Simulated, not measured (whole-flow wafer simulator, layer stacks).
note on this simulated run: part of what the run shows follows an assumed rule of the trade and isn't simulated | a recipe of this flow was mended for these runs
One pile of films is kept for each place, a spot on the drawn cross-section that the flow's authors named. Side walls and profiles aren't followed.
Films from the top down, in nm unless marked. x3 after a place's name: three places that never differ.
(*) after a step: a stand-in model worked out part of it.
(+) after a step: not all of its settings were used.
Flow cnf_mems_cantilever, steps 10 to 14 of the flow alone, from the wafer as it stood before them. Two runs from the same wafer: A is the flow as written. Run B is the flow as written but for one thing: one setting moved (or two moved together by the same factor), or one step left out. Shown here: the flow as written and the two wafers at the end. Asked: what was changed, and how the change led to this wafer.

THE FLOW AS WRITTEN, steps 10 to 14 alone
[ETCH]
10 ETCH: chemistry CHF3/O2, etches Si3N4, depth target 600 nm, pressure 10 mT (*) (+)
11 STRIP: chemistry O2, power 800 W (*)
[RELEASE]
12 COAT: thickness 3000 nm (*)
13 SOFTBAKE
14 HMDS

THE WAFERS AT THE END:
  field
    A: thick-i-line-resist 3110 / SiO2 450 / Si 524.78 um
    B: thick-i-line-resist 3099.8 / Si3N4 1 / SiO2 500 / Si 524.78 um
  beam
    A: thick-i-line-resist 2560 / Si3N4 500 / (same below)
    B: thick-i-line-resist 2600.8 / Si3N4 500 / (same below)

The cause: step 10, ETCH: depth target 499 nm was run, where the flow has depth target 600 nm.

How the change led to this, step by step:
  10 ETCH: chemistry CHF3/O2, etches Si3N4, depth target 600 nm, pressure 10 mT (*) (+)
      field: A Si3N4 -500 (all of it), SiO2 -50 | B Si3N4 -499
      beam: A KrF-resist -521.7 | B KrF-resist -433.9
  11 STRIP: chemistry O2, power 800 W (*)
      beam: A KrF-resist -460.9 (all of it) | B KrF-resist -548.8 (all of it)
  13 SOFTBAKE
      field: A thick-i-line-resist +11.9 | B thick-i-line-resist +10.6
      beam: A thick-i-line-resist -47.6 | B thick-i-line-resist -42.4
